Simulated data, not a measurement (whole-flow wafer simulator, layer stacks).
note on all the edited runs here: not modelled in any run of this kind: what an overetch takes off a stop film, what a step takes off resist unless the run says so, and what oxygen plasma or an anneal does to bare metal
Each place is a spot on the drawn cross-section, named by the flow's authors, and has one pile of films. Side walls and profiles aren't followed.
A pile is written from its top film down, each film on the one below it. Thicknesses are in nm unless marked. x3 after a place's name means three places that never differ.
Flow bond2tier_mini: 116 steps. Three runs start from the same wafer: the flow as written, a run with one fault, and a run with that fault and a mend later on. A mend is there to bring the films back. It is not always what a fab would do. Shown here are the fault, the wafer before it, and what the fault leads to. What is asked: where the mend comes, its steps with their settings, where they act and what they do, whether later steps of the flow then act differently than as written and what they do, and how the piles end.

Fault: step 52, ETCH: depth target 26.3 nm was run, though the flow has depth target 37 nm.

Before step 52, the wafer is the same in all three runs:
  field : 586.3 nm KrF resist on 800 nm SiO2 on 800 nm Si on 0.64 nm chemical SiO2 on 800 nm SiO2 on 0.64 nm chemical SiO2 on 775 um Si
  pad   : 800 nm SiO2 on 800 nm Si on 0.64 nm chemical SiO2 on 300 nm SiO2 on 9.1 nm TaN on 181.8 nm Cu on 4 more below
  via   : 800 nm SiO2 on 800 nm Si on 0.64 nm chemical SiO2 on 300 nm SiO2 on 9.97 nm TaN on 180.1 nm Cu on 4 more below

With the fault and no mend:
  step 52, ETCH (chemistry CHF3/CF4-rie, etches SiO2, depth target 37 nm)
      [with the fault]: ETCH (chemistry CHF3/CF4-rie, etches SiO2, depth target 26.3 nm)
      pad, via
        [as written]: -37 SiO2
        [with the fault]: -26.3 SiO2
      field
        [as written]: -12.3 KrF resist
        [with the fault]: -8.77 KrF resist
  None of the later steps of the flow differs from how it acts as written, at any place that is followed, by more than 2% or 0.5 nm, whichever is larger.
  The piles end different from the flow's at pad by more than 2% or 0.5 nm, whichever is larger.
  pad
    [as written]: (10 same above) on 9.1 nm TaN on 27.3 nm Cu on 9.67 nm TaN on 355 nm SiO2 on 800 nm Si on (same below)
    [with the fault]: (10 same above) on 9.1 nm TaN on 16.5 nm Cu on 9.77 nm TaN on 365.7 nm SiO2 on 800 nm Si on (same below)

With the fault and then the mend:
  The mend follows step 52.
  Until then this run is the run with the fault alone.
  step 52a, ETCH (chemistry CHF3/CF4-rie, etches SiO2, depth target 10.7 nm) (the flow's step 52 again, with other settings)
      pad, via
        -10.7 SiO2
      field
        -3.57 KrF resist
  None of the later steps of the flow acts differently than as written at any place that is followed.
  The piles end the same as the flow's at every place that both follow.
